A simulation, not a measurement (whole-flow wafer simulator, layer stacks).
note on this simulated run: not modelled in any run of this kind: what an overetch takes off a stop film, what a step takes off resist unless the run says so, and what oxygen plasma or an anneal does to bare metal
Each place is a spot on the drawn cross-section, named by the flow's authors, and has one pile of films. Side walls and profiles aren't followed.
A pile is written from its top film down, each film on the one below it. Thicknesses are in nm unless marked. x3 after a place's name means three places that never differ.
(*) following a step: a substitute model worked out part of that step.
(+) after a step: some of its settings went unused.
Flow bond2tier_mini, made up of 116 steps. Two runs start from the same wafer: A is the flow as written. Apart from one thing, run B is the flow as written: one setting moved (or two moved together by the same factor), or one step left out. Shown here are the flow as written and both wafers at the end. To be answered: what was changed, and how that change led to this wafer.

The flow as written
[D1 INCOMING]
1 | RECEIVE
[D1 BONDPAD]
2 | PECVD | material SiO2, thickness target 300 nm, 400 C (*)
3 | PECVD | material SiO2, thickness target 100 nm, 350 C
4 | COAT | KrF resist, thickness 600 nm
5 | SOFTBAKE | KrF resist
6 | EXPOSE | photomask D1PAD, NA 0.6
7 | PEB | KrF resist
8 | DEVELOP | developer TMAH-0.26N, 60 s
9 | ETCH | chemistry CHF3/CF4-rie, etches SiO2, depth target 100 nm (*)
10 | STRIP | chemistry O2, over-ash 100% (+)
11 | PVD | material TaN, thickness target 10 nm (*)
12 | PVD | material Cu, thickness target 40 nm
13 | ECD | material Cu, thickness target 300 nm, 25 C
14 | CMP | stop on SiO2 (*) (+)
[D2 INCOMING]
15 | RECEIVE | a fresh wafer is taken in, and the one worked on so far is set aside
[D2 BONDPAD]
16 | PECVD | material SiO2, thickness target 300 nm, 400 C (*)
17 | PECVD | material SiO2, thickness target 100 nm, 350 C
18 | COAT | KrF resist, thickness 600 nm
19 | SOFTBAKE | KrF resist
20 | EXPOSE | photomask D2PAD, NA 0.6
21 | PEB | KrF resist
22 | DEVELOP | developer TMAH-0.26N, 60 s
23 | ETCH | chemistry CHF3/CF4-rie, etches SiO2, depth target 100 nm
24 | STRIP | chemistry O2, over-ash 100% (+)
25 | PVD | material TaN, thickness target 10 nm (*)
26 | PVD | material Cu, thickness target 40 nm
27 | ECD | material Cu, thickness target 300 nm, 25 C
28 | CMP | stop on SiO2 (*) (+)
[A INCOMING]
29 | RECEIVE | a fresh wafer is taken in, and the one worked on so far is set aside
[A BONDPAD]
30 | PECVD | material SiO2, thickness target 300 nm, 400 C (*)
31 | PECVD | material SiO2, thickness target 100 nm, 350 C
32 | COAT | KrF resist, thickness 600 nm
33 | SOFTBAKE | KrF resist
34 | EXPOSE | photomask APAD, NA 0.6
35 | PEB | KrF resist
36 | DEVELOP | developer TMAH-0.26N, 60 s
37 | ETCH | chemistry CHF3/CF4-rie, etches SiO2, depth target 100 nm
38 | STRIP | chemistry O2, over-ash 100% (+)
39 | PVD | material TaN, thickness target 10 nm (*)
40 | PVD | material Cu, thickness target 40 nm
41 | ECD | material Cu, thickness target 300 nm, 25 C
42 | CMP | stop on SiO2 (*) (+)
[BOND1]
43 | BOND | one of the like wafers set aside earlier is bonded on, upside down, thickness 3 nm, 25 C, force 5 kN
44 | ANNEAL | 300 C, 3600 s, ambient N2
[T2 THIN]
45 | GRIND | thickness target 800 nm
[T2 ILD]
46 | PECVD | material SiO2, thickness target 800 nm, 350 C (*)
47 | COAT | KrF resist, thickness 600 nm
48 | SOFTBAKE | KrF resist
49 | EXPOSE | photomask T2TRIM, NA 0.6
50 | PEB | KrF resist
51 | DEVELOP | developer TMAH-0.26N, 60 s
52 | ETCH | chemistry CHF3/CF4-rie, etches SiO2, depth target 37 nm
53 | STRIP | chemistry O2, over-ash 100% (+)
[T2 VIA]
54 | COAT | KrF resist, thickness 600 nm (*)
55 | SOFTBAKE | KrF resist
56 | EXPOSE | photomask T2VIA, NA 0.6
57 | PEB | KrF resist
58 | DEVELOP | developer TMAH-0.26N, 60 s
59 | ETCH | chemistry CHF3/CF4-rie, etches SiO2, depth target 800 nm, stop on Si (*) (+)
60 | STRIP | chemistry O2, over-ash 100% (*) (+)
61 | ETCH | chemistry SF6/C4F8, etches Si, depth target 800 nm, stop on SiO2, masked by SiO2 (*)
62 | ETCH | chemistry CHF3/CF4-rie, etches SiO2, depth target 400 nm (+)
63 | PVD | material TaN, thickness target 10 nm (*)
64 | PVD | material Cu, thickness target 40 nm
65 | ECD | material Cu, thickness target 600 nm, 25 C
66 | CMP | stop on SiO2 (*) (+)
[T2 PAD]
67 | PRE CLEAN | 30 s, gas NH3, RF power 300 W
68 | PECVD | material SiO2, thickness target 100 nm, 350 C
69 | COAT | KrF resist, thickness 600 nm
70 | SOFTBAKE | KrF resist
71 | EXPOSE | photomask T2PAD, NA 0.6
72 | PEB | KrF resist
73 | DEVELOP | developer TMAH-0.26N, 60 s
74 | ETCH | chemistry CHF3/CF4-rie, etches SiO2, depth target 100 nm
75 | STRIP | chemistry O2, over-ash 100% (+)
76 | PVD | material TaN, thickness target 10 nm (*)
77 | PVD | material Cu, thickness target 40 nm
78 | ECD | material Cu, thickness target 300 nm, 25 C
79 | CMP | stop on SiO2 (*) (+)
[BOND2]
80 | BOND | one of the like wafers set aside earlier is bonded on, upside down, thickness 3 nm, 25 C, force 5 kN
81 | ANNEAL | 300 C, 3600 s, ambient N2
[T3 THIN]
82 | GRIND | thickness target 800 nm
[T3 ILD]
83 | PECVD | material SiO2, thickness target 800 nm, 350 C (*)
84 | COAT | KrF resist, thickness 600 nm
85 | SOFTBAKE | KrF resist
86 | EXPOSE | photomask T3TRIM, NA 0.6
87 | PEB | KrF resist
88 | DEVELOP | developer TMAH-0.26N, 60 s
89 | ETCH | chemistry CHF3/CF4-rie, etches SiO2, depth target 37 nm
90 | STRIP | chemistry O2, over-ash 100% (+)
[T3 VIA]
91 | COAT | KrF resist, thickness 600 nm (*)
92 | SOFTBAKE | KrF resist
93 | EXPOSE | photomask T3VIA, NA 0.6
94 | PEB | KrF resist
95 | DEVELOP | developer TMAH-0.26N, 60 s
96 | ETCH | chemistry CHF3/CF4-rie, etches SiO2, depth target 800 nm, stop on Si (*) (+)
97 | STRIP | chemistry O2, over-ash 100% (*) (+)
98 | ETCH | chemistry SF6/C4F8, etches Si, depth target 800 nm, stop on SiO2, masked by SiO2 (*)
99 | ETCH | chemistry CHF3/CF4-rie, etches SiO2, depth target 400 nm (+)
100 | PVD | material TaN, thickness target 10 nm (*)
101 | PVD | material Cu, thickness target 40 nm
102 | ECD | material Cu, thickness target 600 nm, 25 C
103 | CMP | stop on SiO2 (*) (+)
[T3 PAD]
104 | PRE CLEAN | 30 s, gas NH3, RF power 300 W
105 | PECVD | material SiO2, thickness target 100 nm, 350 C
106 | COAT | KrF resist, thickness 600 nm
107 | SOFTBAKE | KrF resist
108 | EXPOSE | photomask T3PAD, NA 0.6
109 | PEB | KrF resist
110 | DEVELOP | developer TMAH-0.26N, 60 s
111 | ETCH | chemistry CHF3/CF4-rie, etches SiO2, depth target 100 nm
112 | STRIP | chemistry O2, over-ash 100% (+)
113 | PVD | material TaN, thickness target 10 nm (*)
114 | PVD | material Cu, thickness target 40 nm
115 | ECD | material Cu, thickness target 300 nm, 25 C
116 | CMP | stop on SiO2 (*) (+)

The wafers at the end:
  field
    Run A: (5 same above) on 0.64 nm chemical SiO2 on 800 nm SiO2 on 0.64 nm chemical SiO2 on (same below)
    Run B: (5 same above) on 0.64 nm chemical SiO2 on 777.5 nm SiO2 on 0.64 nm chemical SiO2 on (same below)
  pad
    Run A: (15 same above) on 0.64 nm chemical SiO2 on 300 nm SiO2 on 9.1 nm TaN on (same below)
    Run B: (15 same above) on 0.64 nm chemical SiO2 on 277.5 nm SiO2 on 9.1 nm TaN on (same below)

Cause: step 3, PECVD: thickness target 77.5 nm was run, though the flow has thickness target 100 nm.

Step by step, how the change led to this:
  3 | PECVD | material SiO2, thickness target 100 nm, 350 C
      field, pad, via: A +100 SiO2 | B +77.5 SiO2
  43 | BOND | one of the like wafers set aside earlier is bonded on, upside down, thickness 3 nm, 25 C, force 5 kN
      field: A +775 um Si (new film), +0.64 chemical SiO2 (new film), +400 SiO2 | B +775 um Si (new film), +0.64 chemical SiO2 (new film), +377.5 SiO2
      pad: A +775 um Si (new film), +0.64 chemical SiO2 (new film), +300 SiO2 (new film), +9.1 TaN (new film), +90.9 Cu | B +775 um Si (new film), +0.64 chemical SiO2 (new film), +277.5 SiO2 (new film), +9.1 TaN (new film), +90.9 Cu
      (also at 1 further place)
